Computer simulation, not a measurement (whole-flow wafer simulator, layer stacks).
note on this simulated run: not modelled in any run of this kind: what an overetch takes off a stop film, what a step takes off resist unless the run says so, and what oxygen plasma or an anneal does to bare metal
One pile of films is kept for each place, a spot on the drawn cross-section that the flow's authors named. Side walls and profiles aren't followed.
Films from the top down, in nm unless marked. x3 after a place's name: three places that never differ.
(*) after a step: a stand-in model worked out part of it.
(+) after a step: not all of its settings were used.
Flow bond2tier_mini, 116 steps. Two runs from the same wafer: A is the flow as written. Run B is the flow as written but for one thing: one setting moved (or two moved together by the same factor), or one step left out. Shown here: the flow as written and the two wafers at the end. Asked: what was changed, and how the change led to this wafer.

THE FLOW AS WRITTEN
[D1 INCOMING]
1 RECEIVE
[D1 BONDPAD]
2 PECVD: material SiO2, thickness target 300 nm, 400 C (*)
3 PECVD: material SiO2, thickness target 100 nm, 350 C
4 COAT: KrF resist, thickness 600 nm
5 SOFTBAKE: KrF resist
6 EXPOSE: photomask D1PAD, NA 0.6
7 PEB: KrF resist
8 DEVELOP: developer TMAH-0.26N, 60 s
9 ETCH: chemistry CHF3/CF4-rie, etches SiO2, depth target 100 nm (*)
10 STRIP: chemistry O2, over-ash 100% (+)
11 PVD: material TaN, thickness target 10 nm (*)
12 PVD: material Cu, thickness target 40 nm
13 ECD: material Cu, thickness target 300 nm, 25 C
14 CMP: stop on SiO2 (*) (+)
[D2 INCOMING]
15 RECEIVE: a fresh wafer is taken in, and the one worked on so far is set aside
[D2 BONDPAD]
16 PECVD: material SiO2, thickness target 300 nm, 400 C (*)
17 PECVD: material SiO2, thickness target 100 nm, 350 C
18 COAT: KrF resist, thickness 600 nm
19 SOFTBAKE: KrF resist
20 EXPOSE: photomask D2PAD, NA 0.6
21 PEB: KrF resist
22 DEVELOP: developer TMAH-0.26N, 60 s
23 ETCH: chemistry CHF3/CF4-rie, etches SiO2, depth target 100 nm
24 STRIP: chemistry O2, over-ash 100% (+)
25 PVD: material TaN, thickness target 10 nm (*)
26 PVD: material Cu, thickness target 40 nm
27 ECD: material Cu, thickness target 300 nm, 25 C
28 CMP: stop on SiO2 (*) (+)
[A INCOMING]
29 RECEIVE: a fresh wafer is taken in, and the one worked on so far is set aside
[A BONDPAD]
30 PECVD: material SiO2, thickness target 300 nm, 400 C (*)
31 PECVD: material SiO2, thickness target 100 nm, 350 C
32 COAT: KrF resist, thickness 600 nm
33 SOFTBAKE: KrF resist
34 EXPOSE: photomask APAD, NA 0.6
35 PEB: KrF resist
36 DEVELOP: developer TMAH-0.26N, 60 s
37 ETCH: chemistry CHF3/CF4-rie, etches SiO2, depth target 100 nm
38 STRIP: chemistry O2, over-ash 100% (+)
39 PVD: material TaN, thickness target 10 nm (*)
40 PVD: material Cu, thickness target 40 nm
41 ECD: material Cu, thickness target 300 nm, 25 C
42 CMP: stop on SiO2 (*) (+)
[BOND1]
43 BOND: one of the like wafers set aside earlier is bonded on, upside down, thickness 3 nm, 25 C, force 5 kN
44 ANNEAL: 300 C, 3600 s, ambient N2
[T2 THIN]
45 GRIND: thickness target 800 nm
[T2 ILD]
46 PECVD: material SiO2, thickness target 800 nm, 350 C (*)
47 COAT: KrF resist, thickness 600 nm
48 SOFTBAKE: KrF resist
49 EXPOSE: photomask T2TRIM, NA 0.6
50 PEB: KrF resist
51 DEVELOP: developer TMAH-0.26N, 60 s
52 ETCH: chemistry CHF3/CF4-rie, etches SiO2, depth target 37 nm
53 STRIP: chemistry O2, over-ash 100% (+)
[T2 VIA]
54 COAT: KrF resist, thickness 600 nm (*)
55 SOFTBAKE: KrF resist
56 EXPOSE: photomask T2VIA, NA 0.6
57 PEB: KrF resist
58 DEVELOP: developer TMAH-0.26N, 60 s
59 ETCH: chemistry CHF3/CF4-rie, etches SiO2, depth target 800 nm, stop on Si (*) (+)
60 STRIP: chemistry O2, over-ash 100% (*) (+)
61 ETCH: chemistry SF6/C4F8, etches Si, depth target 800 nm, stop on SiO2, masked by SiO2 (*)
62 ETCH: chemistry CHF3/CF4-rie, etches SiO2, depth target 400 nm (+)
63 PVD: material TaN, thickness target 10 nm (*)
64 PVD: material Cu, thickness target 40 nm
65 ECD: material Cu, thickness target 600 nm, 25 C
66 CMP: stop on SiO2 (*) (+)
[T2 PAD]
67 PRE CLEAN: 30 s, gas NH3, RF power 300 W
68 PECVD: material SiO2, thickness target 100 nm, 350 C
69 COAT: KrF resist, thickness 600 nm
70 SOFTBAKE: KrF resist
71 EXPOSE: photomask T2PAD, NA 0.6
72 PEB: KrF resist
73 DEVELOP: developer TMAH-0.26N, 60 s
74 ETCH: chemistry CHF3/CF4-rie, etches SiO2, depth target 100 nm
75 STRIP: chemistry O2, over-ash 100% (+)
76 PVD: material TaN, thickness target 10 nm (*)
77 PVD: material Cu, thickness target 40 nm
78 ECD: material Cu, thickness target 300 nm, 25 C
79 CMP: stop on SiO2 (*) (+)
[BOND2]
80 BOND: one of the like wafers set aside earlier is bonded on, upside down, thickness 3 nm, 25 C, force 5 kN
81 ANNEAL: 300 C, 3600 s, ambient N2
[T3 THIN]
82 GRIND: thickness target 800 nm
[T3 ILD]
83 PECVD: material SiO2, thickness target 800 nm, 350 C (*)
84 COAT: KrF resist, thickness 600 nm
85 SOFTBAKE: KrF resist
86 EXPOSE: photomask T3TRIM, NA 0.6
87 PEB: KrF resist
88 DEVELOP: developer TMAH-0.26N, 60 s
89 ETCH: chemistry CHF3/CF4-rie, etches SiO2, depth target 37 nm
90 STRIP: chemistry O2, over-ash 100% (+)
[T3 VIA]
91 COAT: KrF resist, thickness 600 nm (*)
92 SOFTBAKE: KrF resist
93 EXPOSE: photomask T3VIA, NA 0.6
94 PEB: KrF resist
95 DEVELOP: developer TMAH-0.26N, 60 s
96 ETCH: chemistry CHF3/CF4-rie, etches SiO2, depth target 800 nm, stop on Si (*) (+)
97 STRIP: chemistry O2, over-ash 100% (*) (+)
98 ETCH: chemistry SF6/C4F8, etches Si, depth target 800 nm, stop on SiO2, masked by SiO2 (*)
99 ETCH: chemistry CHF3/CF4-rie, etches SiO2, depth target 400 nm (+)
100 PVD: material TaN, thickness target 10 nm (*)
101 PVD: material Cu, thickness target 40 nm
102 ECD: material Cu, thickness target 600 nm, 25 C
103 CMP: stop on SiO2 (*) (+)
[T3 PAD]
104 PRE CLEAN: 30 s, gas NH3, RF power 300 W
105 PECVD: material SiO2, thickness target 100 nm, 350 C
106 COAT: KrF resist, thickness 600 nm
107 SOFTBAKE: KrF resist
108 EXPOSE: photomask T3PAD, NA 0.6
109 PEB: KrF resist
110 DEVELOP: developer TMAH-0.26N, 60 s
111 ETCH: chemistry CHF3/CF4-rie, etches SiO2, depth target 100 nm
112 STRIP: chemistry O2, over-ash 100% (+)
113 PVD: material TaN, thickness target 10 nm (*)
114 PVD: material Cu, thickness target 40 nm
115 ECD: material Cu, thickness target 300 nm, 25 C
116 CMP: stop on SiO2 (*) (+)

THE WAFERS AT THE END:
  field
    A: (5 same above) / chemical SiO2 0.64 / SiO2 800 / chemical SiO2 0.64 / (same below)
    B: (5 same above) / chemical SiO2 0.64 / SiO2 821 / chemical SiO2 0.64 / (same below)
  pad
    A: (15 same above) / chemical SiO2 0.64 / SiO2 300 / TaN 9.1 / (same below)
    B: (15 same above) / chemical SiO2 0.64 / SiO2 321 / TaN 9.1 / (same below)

The cause: step 3, PECVD: thickness target 121 nm was run, where the flow has thickness target 100 nm.

How the change led to this, step by step:
  3 PECVD: material SiO2, thickness target 100 nm, 350 C
      field, pad, via: A SiO2 +100 | B SiO2 +121
  43 BOND: one of the like wafers set aside earlier is bonded on, upside down, thickness 3 nm, 25 C, force 5 kN
      field: A Si +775 um (new film), chemical SiO2 +0.64 (new film), SiO2 +400 | B Si +775 um (new film), chemical SiO2 +0.64 (new film), SiO2 +421
      pad: A Si +775 um (new film), chemical SiO2 +0.64 (new film), SiO2 +300 (new film), TaN +9.1 (new film), Cu +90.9 | B Si +775 um (new film), chemical SiO2 +0.64 (new film), SiO2 +321 (new film), TaN +9.1 (new film), Cu +90.9
      (and at 1 more place)
